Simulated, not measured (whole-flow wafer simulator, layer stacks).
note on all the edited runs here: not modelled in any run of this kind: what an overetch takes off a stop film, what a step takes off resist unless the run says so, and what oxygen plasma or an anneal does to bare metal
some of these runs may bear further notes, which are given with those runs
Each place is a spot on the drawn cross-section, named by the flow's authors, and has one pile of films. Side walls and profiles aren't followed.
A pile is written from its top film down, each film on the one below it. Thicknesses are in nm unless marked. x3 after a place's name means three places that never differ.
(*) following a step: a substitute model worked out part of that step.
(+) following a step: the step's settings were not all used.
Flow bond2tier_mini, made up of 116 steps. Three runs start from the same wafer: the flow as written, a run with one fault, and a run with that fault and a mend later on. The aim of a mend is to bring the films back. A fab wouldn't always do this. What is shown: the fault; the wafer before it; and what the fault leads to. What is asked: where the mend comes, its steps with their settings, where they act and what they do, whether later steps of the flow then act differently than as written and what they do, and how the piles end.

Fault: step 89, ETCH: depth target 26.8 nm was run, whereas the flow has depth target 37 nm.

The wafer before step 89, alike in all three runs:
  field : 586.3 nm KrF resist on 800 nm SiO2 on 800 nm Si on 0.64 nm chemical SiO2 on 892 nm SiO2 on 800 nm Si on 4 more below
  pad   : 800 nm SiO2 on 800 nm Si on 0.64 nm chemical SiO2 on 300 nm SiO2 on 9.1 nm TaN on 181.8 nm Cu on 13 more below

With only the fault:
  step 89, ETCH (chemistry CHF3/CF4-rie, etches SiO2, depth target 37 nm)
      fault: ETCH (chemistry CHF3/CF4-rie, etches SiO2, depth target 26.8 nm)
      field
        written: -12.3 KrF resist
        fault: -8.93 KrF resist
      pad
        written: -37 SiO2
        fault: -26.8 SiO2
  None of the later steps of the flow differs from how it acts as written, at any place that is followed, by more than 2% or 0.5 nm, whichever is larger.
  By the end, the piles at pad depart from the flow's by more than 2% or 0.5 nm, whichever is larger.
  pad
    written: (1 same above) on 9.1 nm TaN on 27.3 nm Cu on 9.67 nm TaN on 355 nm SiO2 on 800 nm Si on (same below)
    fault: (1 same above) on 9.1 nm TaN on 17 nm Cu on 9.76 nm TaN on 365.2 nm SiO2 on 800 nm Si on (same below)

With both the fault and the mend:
  The mend follows step 90.
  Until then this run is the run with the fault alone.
  step 90a, COAT (KrF resist, thickness 600 nm) (*) (a further turn of the flow's step 84)
      field
        +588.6 KrF resist (new film)
      pad
        +611.9 KrF resist (new film)
  step 90b, SOFTBAKE (KrF resist) (a further turn of the flow's step 85)
      does not change any film at any place that is followed
  step 90c, EXPOSE (photomask T3TRIM, NA 0.6) (a further turn of the flow's step 86)
      does not change any film at any place that is followed
  step 90d, PEB (KrF resist) (a further turn of the flow's step 87)
      does not change any film at any place that is followed
  step 90e, DEVELOP (developer TMAH-0.26N, 60 s) (a further turn of the flow's step 88)
      field
        -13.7 KrF resist
      pad
        -611.9 KrF resist (all of it)
  step 90f, ETCH (chemistry CHF3/CF4-rie, etches SiO2, depth target 10.2 nm) (a further turn of the flow's step 89, with different settings)
      field
        -3.4 KrF resist
      pad
        -10.2 SiO2
  step 90g, STRIP (chemistry O2, over-ash 100%) (+) (a further turn of the flow's step 90)
      field
        -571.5 KrF resist (all of it)
  None of the later steps of the flow acts differently than as written at any place that is followed.
  By the end, the piles equal the flow's at every place that both follow.
